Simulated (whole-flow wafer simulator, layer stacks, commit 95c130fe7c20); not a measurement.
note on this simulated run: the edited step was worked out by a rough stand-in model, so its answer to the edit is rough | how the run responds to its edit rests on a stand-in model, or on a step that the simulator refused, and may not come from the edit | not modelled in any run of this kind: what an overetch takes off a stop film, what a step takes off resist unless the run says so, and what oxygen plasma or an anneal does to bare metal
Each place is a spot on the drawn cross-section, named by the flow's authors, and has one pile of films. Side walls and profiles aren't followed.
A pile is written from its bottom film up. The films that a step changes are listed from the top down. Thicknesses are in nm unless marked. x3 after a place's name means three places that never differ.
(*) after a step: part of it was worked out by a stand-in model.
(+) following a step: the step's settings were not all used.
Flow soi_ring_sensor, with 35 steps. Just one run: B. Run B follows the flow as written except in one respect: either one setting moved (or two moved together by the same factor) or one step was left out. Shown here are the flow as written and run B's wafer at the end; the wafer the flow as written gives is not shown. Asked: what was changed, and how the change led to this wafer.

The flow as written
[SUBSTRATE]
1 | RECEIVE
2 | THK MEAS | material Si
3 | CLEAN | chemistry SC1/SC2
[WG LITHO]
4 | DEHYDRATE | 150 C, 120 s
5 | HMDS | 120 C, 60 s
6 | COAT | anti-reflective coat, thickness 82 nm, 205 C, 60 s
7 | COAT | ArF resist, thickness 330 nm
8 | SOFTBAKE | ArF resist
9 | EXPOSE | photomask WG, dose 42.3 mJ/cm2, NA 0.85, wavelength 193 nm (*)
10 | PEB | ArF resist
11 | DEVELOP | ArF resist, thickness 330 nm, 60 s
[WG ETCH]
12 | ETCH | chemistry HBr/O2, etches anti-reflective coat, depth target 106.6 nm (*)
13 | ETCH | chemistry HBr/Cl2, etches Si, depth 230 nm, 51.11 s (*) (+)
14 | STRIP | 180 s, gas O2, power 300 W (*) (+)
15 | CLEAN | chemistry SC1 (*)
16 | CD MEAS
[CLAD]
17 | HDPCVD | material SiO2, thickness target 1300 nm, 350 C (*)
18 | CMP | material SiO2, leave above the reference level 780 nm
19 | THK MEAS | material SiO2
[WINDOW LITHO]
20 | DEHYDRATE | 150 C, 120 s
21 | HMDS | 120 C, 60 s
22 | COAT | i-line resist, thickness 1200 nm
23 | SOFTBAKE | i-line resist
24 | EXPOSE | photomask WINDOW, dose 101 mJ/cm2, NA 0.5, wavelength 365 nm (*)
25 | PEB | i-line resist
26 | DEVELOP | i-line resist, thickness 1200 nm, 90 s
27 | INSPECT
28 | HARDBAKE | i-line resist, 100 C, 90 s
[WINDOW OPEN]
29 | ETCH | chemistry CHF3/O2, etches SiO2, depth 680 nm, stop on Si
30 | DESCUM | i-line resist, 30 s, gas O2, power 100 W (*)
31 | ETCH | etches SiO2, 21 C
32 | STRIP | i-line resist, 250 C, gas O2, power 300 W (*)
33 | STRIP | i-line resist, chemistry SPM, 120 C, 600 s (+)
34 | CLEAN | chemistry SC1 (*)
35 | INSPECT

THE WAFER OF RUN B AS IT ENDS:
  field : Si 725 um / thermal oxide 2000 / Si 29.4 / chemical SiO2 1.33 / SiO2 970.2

What caused this: step 13, ETCH: depth 190 nm was run, though the flow has depth 230 nm; step 13, ETCH: 42.17 s was run, where the flow has 51.11 s.

The path from the change to this, step by step:
  13 | ETCH | chemistry HBr/Cl2, etches Si, depth 230 nm, 51.11 s (*) (+)
      gap, window, field, gap_clad: -190 Si (in the flow as written it would be: -220 Si (all of it), -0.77 thermal oxide)
      core, core_clad: -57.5 ArF resist (in the flow as written it would be: -69.7 ArF resist)
  14 | STRIP | 180 s, gas O2, power 300 W (*) (+)
      gap, window, field, gap_clad: +1.33 chemical SiO2 (new film), -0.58 Si (in the flow as written it would be: nothing)
      core, core_clad: -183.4 ArF resist (all of it), -82 anti-reflective coat (all of it), +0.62 chemical SiO2, -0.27 Si (in the flow as written it would be: -171.2 ArF resist (all of it), -82 anti-reflective coat (all of it), +0.63 chemical SiO2, -0.28 Si)
  18 | CMP | material SiO2, leave above the reference level 780 nm
      gap, window, field, gap_clad: -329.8 SiO2 (in the flow as written it would be: -298.2 SiO2)
